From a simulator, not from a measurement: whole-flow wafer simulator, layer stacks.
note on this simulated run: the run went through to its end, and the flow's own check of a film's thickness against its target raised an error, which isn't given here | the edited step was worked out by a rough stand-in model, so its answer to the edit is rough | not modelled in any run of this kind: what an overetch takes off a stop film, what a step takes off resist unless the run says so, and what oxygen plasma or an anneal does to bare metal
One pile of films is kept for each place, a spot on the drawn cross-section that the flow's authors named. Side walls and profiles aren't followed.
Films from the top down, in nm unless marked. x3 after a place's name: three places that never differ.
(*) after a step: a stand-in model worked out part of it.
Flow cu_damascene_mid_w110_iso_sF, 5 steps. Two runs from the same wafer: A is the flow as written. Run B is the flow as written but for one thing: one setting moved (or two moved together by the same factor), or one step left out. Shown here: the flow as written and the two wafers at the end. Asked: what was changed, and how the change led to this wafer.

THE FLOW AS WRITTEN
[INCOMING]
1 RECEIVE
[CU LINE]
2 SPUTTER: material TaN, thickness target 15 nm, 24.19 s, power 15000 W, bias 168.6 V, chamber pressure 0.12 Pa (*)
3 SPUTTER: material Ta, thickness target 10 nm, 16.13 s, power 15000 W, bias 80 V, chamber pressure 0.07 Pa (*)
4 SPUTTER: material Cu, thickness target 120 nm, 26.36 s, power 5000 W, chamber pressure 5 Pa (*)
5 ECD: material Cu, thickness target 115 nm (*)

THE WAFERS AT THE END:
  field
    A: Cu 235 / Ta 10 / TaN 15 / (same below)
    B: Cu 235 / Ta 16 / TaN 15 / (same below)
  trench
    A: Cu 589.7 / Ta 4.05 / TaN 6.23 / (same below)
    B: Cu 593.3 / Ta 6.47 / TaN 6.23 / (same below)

The cause: step 3, SPUTTER: 25.81 s was run, where the flow has 16.13 s.

How the change led to this, step by step:
  3 SPUTTER: material Ta, thickness target 10 nm, 16.13 s, power 15000 W, bias 80 V, chamber pressure 0.07 Pa (*)
      field: A Ta +10 (new film) | B Ta +16 (new film)
      trench: A Ta +4.05 (new film) | B Ta +6.47 (new film)
